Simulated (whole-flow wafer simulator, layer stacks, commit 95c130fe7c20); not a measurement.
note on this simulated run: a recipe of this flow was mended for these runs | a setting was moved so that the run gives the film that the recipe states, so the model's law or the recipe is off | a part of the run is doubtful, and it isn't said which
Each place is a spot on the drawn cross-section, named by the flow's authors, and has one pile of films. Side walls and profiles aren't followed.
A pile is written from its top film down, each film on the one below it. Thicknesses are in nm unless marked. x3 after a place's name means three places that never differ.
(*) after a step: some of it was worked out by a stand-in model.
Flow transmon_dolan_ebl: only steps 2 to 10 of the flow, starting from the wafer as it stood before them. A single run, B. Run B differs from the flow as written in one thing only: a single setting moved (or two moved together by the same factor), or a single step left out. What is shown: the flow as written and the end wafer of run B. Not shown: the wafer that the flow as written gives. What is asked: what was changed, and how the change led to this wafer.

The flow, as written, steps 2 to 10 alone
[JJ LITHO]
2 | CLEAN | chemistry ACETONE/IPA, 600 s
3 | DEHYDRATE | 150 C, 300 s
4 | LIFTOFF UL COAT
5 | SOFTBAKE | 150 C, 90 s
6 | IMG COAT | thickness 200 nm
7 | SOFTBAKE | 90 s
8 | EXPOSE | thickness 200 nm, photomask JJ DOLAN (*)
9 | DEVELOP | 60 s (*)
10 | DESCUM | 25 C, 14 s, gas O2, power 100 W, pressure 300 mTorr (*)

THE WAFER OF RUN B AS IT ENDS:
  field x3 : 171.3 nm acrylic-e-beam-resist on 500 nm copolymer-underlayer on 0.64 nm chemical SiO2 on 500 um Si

What caused this: step 6, IMG COAT: thickness 186 nm was run, while the flow as written has thickness 200 nm; step 8, EXPOSE: thickness 186 nm was run, where the flow has thickness 200 nm.

Step by step, how the change led to this:
  6 | IMG COAT | thickness 200 nm
      field x3, jj_line: acrylic-e-beam-resist gains 186 (new film) (as written it would have been: acrylic-e-beam-resist gains 200 (new film))
  9 | DEVELOP | 60 s (*)
      jj_line: acrylic-e-beam-resist loses 186 (all of it), copolymer-underlayer loses 500 (all of it) (as written it would have been: acrylic-e-beam-resist loses 200 (all of it), copolymer-underlayer loses 500 (all of it))
